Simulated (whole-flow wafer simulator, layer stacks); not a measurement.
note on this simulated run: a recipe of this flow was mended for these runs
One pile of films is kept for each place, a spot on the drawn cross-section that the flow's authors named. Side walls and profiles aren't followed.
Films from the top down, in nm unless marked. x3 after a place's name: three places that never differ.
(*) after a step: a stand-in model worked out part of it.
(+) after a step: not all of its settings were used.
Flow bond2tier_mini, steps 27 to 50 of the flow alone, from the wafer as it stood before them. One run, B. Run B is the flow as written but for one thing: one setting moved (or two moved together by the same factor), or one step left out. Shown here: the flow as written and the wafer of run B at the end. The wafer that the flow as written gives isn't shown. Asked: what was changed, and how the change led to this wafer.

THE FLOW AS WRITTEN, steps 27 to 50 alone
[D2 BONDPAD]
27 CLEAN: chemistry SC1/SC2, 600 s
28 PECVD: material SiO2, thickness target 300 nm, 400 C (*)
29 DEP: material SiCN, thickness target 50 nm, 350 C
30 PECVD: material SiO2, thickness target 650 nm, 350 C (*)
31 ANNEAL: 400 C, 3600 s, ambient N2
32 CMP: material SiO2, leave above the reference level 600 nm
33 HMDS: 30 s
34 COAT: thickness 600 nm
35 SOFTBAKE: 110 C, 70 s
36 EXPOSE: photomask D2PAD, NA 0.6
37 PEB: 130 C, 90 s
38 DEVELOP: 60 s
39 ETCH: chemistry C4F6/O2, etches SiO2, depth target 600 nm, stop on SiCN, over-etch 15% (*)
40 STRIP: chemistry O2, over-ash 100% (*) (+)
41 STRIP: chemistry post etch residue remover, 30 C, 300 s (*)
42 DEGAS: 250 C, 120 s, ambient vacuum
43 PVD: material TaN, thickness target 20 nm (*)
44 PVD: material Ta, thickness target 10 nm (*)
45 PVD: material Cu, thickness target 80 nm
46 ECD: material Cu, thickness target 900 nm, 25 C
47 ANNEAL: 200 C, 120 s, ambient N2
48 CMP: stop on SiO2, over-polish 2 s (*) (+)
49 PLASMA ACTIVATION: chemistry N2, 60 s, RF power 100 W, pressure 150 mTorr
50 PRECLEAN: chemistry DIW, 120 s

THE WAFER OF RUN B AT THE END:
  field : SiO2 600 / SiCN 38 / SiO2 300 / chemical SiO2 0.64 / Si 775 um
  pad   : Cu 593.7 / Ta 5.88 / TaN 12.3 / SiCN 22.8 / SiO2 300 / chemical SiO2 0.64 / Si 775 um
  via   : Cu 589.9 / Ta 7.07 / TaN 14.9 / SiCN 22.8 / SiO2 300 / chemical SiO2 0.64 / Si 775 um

The cause: step 29, DEP: thickness target 38 nm was run, where the flow has thickness target 50 nm.
It can be read off the wafer: field has SiCN 38, and step 29 as written asks for 50 nm.

How the change led to this, step by step:
  29 DEP: material SiCN, thickness target 50 nm, 350 C
      field, pad, via: SiCN +38 (new film) (as written it would be: SiCN +50 (new film))
